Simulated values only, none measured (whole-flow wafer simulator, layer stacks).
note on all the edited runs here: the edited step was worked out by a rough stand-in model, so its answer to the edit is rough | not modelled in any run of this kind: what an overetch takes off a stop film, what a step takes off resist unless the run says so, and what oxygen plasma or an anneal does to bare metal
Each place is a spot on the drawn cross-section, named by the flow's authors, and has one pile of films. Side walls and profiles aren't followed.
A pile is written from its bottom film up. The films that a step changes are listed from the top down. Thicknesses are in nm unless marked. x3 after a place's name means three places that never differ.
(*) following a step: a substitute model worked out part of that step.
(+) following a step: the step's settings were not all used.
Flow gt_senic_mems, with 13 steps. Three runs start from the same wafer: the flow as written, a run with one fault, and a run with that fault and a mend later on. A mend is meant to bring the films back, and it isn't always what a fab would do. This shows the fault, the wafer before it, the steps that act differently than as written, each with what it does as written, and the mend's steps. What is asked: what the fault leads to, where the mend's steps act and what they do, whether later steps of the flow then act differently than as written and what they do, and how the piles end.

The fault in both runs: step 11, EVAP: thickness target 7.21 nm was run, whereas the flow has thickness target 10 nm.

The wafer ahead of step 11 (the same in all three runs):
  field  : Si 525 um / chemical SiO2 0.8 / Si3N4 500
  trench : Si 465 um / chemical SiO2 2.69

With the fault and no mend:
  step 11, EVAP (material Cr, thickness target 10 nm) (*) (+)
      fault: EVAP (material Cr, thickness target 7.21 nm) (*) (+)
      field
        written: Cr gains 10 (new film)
        fault: Cr gains 7.21 (new film)
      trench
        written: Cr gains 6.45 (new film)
        fault: Cr gains 4.66 (new film)
  None of the later steps of the flow acts differently than as written at any place that is followed.
  The piles end different from the flow's at field, trench by more than 2% or 0.5 nm, whichever is larger.
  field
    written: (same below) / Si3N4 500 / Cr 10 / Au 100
    fault: (same below) / Si3N4 500 / Cr 7.21 / Au 100
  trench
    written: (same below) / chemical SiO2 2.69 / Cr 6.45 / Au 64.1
    fault: (same below) / chemical SiO2 2.69 / Cr 4.66 / Au 64.1

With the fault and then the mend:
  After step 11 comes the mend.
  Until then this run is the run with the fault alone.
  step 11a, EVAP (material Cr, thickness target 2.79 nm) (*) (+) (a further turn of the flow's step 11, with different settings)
      field
        Cr gains 2.79
      trench
        Cr gains 1.8
  None of the later steps of the flow acts differently than as written at any place that is followed.
  The piles end only slightly different from the flow's at the places that both follow, by no more than 2% or 0.5 nm, whichever is larger.
